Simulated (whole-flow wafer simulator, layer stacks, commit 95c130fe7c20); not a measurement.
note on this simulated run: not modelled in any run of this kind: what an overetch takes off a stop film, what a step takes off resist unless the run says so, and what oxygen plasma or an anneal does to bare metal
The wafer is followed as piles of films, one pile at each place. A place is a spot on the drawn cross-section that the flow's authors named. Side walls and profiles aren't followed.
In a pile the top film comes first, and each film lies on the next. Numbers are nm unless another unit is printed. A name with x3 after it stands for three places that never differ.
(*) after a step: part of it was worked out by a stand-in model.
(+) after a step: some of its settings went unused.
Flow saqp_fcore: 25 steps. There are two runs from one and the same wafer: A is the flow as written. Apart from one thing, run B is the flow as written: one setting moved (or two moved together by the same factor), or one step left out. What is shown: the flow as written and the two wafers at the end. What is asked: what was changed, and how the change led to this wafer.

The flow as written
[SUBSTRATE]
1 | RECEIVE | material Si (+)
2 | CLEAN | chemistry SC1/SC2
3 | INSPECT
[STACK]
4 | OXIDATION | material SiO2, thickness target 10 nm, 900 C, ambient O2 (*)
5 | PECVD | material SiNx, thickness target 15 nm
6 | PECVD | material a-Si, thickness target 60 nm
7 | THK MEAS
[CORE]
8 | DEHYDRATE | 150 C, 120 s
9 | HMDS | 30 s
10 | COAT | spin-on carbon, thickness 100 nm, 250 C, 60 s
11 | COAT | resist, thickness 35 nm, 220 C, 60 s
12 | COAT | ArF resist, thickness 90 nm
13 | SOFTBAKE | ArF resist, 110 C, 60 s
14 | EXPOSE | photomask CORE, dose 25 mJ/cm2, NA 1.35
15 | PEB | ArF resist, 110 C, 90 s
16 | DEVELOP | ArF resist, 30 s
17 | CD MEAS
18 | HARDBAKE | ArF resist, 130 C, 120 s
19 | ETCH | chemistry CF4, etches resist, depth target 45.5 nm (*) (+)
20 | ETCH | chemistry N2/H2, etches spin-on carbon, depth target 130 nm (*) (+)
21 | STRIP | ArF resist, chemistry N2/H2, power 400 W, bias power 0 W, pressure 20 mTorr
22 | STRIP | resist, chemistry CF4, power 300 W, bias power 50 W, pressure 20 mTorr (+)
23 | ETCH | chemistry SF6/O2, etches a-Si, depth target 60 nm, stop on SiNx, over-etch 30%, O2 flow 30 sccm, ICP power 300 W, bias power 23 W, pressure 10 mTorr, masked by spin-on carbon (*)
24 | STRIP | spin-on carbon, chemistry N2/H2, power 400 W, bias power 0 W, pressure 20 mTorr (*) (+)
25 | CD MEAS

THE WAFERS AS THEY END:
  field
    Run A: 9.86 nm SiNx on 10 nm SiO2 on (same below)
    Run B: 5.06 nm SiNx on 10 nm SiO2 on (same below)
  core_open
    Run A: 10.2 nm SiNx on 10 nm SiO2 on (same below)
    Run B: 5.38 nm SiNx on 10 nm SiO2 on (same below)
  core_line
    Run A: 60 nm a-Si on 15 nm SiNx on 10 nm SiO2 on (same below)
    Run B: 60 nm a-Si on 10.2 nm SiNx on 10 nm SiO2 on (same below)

The reason: step 5, PECVD: thickness target 10.2 nm was run, whereas the flow has thickness target 15 nm.
The wafer itself shows it: core_line has SiNx 10.2, and step 5 as written asks for 15 nm.

Step by step, how the change led to this:
  5 | PECVD | material SiNx, thickness target 15 nm
      field, core_open, core_line: A SiNx gains 15 (new film) | B SiNx gains 10.2 (new film)
